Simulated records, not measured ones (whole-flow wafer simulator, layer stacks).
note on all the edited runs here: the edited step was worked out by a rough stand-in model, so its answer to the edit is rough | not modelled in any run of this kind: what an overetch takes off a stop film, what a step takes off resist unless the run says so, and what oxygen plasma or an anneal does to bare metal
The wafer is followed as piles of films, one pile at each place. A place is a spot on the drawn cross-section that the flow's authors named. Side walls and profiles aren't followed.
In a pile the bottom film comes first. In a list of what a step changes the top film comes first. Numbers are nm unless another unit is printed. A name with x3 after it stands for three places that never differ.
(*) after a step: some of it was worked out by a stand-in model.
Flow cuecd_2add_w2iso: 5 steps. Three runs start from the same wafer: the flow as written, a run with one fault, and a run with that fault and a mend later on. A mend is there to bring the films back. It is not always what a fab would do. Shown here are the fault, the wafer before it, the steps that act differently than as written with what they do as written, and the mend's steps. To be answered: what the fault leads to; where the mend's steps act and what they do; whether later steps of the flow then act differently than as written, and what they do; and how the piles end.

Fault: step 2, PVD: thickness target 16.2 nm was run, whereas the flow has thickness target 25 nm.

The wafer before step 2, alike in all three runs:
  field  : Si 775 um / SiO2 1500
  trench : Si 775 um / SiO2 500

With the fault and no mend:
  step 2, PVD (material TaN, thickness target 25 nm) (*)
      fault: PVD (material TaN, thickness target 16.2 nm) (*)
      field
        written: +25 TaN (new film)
        fault: +16.2 TaN (new film)
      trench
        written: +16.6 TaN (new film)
        fault: +10.8 TaN (new film)
  Every later step of the flow that is run acts as written, at every place that is followed, to within 2% or 0.5 nm, whichever is larger.
  The piles end different from the flow's at field, trench by more than 2% or 0.5 nm, whichever is larger.
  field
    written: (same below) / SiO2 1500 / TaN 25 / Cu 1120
    fault: (same below) / SiO2 1500 / TaN 16.2 / Cu 1120
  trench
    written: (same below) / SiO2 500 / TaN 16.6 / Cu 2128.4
    fault: (same below) / SiO2 500 / TaN 10.8 / Cu 2125.4

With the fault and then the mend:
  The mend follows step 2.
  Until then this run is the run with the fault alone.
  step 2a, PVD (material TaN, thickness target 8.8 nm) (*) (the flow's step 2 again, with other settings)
      field
        +8.8 TaN
      trench
        +5.81 TaN
  Every later step of the flow that is run acts as written at every place that is followed.
  At every place that both follow, the piles at the end match the flow's.
